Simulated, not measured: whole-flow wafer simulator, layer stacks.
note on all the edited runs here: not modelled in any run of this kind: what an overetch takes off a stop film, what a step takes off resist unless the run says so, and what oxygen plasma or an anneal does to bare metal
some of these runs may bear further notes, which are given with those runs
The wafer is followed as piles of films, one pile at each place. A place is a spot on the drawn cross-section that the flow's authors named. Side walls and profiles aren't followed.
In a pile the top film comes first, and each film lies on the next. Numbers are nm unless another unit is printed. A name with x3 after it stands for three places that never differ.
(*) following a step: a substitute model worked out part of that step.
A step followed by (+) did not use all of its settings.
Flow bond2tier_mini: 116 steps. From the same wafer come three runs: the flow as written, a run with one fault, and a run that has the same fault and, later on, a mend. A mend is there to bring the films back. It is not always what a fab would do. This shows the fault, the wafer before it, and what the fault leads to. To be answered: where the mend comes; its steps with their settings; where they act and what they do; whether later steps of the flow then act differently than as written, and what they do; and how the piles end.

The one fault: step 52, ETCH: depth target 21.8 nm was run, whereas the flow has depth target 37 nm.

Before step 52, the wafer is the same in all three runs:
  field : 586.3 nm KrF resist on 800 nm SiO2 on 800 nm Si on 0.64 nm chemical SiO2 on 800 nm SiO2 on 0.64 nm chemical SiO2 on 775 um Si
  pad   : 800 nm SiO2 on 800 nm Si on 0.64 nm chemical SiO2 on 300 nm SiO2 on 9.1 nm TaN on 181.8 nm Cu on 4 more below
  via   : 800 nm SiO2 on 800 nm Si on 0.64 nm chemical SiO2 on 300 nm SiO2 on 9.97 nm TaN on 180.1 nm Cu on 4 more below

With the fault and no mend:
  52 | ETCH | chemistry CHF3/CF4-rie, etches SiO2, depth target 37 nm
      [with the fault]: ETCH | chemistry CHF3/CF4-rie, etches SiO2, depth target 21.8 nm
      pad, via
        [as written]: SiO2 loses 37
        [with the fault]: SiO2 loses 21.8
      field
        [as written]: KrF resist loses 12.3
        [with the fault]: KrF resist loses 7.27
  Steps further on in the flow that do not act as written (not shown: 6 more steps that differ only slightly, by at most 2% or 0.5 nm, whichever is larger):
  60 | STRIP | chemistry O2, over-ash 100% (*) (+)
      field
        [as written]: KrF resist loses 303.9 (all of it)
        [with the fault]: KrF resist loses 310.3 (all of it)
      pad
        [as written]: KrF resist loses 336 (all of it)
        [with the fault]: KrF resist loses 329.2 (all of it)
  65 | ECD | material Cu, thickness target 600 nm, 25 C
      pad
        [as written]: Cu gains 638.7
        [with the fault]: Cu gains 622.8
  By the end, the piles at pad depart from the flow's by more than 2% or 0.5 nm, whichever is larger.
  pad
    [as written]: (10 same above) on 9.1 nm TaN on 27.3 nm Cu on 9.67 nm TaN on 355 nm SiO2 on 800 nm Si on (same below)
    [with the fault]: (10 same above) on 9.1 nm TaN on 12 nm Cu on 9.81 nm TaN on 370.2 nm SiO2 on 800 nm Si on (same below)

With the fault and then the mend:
  The mend follows step 53.
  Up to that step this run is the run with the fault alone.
  53a | COAT | KrF resist, thickness 600 nm (*) (the flow's step 47 again)
      field
        KrF resist gains 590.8 (new film)
      pad
        KrF resist gains 609.6 (new film)
      via
        KrF resist gains 608.5 (new film)
  53b | SOFTBAKE | KrF resist (the flow's step 48 again)
      alters no film at any place that is followed
  53c | EXPOSE | photomask T2TRIM, NA 0.6 (the flow's step 49 again)
      alters no film at any place that is followed
  53d | PEB | KrF resist (the flow's step 50 again)
      alters no film at any place that is followed
  53e | DEVELOP | developer TMAH-0.26N, 60 s (the flow's step 51 again)
      field
        KrF resist loses 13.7
      pad
        KrF resist loses 609.6 (all of it)
      via
        KrF resist loses 608.5 (all of it)
  53f | ETCH | chemistry CHF3/CF4-rie, etches SiO2, depth target 15.2 nm (the flow's step 52 again, with other settings)
      pad, via
        SiO2 loses 15.2
      field
        KrF resist loses 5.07
  53g | STRIP | chemistry O2, over-ash 100% (+) (the flow's step 53 again)
      field
        KrF resist loses 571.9 (all of it)
  None of the later steps of the flow acts differently than as written at any place that is followed.
  The piles end the same as the flow's at every place that both follow.
